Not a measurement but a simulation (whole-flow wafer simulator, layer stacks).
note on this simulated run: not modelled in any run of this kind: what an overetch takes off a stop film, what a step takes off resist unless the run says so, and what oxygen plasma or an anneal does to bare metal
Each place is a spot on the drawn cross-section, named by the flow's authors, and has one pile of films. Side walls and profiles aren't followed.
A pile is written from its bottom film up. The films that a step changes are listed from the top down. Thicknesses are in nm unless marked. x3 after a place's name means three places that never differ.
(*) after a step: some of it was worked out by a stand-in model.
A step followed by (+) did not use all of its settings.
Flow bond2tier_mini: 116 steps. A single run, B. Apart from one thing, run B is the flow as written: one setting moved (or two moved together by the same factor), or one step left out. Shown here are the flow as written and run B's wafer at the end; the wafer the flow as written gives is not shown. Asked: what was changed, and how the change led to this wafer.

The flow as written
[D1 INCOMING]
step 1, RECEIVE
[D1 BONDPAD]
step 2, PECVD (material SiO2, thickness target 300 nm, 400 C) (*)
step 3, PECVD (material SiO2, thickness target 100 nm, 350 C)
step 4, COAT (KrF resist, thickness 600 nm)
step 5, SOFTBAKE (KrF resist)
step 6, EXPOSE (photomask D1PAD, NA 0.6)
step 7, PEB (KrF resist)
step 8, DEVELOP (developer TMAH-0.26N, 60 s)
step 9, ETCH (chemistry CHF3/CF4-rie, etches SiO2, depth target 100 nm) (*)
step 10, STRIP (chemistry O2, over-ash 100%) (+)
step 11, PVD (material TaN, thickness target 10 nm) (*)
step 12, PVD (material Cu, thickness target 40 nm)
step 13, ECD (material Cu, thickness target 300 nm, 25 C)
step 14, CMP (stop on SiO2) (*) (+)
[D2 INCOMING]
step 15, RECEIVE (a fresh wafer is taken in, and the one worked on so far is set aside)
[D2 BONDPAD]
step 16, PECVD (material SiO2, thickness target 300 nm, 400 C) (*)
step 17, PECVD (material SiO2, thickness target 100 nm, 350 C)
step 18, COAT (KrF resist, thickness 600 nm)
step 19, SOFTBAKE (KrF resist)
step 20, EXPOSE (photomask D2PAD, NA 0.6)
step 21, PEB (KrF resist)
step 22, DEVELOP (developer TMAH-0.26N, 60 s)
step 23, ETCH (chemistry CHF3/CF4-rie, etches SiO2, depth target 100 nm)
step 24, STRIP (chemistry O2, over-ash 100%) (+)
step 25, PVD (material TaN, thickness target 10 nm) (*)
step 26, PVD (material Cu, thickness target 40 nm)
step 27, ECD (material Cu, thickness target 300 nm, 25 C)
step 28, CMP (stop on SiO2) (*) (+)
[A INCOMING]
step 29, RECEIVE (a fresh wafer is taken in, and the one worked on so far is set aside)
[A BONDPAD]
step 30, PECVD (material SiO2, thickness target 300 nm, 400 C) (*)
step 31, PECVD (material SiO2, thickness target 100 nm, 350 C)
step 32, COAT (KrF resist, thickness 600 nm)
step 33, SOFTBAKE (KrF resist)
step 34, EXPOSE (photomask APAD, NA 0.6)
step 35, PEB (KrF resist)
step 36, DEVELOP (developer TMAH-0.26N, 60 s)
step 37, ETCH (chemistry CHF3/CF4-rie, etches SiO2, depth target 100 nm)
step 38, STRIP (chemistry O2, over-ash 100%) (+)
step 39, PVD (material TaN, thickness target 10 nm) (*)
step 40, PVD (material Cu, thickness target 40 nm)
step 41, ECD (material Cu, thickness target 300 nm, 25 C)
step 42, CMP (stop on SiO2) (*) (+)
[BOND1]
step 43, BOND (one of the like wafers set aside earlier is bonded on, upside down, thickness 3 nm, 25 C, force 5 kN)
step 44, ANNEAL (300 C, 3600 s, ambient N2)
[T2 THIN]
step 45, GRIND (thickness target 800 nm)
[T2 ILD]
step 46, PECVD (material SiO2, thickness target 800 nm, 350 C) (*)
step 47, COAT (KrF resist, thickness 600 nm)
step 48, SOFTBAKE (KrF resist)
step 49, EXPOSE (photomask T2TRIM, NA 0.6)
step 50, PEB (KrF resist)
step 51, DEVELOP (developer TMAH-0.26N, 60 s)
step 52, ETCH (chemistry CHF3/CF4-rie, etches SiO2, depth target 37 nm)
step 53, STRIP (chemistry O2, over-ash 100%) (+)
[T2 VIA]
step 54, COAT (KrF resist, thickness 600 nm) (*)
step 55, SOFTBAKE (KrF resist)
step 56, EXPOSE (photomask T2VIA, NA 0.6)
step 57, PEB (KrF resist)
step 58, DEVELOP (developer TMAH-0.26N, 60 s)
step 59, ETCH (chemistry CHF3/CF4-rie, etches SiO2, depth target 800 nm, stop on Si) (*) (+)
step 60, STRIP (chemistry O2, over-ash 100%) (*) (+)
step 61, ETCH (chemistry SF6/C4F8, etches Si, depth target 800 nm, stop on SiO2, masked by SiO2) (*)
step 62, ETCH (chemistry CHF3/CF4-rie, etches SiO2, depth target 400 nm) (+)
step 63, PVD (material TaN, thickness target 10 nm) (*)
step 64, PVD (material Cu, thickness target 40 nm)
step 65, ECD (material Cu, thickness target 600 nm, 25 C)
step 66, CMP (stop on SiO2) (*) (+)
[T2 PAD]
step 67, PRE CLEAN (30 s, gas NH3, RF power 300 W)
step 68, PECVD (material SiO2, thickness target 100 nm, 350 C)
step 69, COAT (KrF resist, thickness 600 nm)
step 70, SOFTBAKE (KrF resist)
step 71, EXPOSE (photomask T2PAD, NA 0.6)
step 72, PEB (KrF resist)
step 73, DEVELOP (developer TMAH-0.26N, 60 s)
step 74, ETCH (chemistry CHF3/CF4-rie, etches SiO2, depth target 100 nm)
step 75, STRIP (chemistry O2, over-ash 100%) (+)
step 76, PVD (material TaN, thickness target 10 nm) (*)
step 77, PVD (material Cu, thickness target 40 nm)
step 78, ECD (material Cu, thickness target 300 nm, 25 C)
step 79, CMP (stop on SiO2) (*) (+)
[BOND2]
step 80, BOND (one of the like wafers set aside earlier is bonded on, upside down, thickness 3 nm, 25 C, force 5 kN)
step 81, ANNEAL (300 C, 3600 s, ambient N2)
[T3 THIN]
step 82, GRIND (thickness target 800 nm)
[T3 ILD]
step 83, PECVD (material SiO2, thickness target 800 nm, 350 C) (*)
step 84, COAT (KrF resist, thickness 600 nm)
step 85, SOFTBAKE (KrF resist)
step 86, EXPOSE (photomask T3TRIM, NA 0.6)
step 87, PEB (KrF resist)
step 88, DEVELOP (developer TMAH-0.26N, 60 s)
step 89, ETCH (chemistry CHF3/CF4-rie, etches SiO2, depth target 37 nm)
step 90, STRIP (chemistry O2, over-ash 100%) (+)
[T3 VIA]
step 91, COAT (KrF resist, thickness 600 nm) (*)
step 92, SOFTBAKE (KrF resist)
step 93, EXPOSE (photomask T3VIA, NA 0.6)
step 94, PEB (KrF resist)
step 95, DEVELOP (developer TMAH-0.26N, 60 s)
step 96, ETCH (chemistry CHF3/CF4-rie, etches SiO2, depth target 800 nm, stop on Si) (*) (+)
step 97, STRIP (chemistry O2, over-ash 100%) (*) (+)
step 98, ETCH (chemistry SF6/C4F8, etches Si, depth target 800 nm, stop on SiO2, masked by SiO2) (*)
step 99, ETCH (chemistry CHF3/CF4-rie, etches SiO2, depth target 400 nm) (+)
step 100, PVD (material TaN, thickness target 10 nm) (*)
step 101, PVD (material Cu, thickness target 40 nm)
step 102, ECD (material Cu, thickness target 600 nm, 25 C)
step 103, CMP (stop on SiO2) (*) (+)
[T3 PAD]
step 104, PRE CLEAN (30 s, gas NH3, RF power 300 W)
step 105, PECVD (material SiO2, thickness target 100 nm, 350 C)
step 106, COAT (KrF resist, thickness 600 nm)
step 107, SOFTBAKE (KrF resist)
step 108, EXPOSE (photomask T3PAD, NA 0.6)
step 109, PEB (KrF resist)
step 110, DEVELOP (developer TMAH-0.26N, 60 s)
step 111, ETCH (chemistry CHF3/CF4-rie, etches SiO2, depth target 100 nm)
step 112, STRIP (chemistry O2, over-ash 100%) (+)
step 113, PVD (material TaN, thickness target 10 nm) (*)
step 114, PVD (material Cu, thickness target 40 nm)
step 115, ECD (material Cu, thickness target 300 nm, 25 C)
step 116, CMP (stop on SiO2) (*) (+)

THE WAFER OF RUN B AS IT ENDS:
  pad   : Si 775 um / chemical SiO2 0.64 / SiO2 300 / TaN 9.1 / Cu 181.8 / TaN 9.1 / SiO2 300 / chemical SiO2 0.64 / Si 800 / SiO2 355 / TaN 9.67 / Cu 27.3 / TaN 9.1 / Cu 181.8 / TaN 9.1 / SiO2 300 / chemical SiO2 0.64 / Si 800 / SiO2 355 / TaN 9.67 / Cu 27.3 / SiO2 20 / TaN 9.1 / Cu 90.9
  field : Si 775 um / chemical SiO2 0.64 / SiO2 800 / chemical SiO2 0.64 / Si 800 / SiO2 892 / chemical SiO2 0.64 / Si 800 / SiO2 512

Cause: step 105, PECVD: thickness target 120 nm was run, while the flow as written has thickness target 100 nm.

The path from the change to this, step by step:
  step 105, PECVD (material SiO2, thickness target 100 nm, 350 C)
      field: SiO2 gains 120 (it would be, as written: SiO2 gains 100)
      pad: SiO2 gains 120 (new film) (it would be, as written: SiO2 gains 100 (new film))
  step 111, ETCH (chemistry CHF3/CF4-rie, etches SiO2, depth target 100 nm)
      pad: SiO2 loses 100 (it would be, as written: SiO2 loses 100 (all of it))
With metal films that touch counted as one body, pad has 4 bodies (between them, from the top down: SiO2 20; SiO2 355 / Si 800 / chemical SiO2 0.64 / SiO2 300; SiO2 355 / Si 800 / chemical SiO2 0.64 / SiO2 300); the flow as written gives 3 bodies (between them, from the top down: SiO2 355 / Si 800 / chemical SiO2 0.64 / SiO2 300; SiO2 355 / Si 800 / chemical SiO2 0.64 / SiO2 300).
